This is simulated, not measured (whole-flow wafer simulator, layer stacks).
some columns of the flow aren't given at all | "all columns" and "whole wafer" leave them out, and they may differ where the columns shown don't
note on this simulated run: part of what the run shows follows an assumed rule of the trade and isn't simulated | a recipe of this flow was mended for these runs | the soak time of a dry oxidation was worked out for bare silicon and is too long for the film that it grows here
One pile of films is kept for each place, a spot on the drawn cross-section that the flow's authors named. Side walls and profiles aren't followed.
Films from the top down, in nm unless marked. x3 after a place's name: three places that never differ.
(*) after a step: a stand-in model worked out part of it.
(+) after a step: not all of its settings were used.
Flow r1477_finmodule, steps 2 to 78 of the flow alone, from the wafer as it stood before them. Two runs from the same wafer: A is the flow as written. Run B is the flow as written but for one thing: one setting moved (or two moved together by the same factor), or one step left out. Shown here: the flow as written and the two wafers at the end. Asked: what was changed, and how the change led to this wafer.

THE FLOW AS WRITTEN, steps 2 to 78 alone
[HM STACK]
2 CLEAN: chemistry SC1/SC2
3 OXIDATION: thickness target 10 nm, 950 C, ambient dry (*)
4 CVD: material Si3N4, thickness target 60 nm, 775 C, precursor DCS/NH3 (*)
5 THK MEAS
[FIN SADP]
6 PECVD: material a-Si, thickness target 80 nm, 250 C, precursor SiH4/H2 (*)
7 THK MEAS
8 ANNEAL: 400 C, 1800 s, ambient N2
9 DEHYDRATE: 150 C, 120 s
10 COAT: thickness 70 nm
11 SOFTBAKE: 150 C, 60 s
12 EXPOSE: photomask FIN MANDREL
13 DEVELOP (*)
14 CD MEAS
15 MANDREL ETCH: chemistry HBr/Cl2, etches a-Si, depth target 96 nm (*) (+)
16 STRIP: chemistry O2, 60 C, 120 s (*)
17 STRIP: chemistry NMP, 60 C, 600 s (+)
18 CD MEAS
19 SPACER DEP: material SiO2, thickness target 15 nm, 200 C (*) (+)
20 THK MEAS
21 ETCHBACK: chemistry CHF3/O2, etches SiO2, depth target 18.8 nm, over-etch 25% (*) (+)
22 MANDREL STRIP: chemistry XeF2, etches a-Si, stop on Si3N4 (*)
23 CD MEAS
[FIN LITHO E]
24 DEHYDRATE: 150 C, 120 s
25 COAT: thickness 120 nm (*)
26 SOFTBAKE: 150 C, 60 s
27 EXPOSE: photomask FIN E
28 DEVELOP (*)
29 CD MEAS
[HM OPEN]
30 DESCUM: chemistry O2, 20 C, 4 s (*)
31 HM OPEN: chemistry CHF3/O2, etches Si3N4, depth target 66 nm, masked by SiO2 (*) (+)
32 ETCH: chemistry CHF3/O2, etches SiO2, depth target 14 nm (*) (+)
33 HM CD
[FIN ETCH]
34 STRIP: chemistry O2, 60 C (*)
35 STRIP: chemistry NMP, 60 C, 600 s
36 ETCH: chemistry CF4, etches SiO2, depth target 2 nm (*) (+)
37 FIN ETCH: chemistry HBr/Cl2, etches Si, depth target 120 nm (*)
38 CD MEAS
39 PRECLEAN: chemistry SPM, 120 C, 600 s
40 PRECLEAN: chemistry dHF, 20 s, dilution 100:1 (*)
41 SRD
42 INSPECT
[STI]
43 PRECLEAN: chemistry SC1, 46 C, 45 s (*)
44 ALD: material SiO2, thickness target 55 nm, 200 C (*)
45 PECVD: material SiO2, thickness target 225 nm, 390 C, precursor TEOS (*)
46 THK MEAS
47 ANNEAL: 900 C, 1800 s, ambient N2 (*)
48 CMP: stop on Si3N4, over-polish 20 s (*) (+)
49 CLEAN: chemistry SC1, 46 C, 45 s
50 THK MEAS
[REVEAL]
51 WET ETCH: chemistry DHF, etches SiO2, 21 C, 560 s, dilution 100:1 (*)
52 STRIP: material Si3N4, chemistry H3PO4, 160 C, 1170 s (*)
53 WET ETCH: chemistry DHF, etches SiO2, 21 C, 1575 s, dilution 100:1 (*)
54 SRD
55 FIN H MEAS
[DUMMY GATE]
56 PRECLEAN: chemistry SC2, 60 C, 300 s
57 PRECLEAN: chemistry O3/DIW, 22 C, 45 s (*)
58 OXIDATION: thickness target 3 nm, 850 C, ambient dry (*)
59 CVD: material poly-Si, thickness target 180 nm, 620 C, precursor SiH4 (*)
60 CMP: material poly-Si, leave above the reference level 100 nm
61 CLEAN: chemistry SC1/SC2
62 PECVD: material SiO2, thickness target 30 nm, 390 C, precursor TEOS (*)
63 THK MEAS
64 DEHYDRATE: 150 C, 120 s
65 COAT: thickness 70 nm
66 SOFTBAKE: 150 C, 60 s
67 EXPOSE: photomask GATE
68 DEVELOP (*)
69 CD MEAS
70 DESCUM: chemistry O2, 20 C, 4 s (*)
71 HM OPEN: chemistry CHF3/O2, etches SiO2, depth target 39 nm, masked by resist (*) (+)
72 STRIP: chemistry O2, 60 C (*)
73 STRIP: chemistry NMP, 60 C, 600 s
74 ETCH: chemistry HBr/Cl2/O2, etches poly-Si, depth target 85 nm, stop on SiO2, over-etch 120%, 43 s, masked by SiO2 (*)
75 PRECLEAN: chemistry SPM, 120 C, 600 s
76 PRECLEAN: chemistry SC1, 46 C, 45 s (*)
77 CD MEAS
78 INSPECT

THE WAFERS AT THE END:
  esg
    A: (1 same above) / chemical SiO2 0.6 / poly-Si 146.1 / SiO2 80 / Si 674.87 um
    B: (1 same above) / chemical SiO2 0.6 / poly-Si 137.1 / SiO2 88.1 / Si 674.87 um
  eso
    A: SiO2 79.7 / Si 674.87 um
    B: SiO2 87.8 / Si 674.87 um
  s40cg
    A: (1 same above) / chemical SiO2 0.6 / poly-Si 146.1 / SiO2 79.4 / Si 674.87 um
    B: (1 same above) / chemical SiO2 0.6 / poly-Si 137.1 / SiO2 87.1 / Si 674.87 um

The cause: step 4, CVD: thickness target 69 nm was run, where the flow has thickness target 60 nm.

How the change led to this, step by step:
  4 CVD: material Si3N4, thickness target 60 nm, 775 C, precursor DCS/NH3 (*)
      pad, padg, elg and 33 more: A Si3N4 +60 (new film) | B Si3N4 +69 (new film)
  31 HM OPEN: chemistry CHF3/O2, etches Si3N4, depth target 66 nm, masked by SiO2 (*) (+)
      s40cg, s45cg, s50cg, s40co, s45co, s50co: A Si3N4 -60 (all of it), SiO2 -3 | B Si3N4 -66
      pad, padg, esg and 13 more: A Si3N4 -54.1 (all of it), SiO2 -5.95 | B Si3N4 -63.1 (all of it), SiO2 -1.45
  32 ETCH: chemistry CHF3/O2, etches SiO2, depth target 14 nm (*) (+)
      s40cg, s45cg, s50cg, s40co, s45co, s50co: A SiO2 -7 (all of it), Si -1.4 | B Si3N4 -3 (all of it), SiO2 -10 (all of it), Si -0.17
      pad, padg, esg and 13 more: A SiO2 -4.05 (all of it), Si -1.99 | B SiO2 -8.55 (all of it), Si -1.09
  44 ALD: material SiO2, thickness target 55 nm, 200 C (*)
      esg, e40sg, e100sg, e200sg, eso, e40so, e100so, e200so: A SiO2 +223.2 (new film) | B SiO2 +231.3 (new film)
      s40cg, s45cg, s50cg, s40co, s45co, s50co: A SiO2 +263.2 (new film) | B SiO2 +271 (new film)
      (and at 6 more places)
  48 CMP: stop on Si3N4, over-polish 20 s (*) (+)
      pad, padg: A SiO2 -79.4 | B SiO2 -71.3
  52 STRIP: material Si3N4, chemistry H3PO4, 160 C, 1170 s (*)
      elg, e40lg, e100lg, e200lg, elo, e40lo, e100lo, e200lo: A Si3N4 -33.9 (all of it), SiO2 -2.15 | B Si3N4 -42.9 (all of it), SiO2 -1.87
      s40sg_line, s45sg_line, s50sg_line, s40so_line, s45so_line, s50so_line: A Si3N4 -55.1 (all of it), SiO2 -1.49 | B Si3N4 -64.1 (all of it), SiO2 -1.2
  59 CVD: material poly-Si, thickness target 180 nm, 620 C, precursor SiH4 (*)
      esg, e40sg, e100sg and 15 more: A poly-Si +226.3 (new film) | B poly-Si +217.3 (new film)
      e200sg, e200so: A poly-Si +219.2 (new film) | B poly-Si +210.2 (new film)
  60 CMP: material poly-Si, leave above the reference level 100 nm
      pad, padg: A poly-Si -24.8 | B poly-Si -33.7
  74 ETCH: chemistry HBr/Cl2/O2, etches poly-Si, depth target 85 nm, stop on SiO2, over-etch 120%, 43 s, masked by SiO2 (*)
      eso, e40so, e100so and 7 more: A chemical SiO2 -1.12 (all of it), poly-Si -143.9 (all of it), SiO2 -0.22 | B chemical SiO2 -1.12 (all of it), poly-Si -134.9 (all of it), SiO2 -0.26
      pad: A chemical SiO2 -1.12 (all of it), poly-Si -152.8 (all of it), SiO2 -0.17 | B chemical SiO2 -1.12 (all of it), poly-Si -143.8 (all of it), SiO2 -0.22
